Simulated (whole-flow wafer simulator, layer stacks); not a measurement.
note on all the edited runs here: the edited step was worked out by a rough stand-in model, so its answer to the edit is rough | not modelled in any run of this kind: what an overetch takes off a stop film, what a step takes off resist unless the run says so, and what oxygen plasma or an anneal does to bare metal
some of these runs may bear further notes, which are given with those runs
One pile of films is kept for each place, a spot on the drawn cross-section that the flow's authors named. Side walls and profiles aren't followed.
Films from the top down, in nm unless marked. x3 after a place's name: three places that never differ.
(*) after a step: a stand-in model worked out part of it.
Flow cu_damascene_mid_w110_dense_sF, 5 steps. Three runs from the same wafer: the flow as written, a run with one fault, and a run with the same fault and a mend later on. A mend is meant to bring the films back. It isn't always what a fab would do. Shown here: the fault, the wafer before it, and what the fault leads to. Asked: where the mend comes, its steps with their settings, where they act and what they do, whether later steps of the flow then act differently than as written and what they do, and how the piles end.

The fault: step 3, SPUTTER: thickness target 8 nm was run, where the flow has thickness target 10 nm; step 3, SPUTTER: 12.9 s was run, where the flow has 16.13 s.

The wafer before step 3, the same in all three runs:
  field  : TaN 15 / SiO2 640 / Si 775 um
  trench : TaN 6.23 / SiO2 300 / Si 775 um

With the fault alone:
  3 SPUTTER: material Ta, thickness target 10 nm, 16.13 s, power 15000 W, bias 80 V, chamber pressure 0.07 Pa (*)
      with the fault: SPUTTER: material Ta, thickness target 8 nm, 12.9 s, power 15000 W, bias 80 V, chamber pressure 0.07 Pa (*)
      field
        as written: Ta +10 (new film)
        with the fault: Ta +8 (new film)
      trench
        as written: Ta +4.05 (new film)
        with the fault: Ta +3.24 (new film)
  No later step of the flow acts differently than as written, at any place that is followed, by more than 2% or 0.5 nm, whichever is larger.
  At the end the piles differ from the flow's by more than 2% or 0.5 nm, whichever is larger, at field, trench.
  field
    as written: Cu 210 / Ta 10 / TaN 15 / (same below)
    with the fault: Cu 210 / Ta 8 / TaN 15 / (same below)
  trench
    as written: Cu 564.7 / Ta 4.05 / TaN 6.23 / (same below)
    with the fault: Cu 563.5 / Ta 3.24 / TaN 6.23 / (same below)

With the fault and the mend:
  The mend comes after step 3.
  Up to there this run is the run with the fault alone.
  3a SPUTTER: material Ta, thickness target 2 nm, 3.226 s, power 15000 W, bias 80 V, chamber pressure 0.07 Pa (*) (the flow's step 3 once more, with other settings)
      field
        Ta +2
      trench
        Ta +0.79
  No later step of the flow acts differently than as written, at any place that is followed, by more than 2% or 0.5 nm, whichever is larger.
  At the end the piles differ from the flow's only slightly at the places that both follow, by at most 2% or 0.5 nm, whichever is larger.
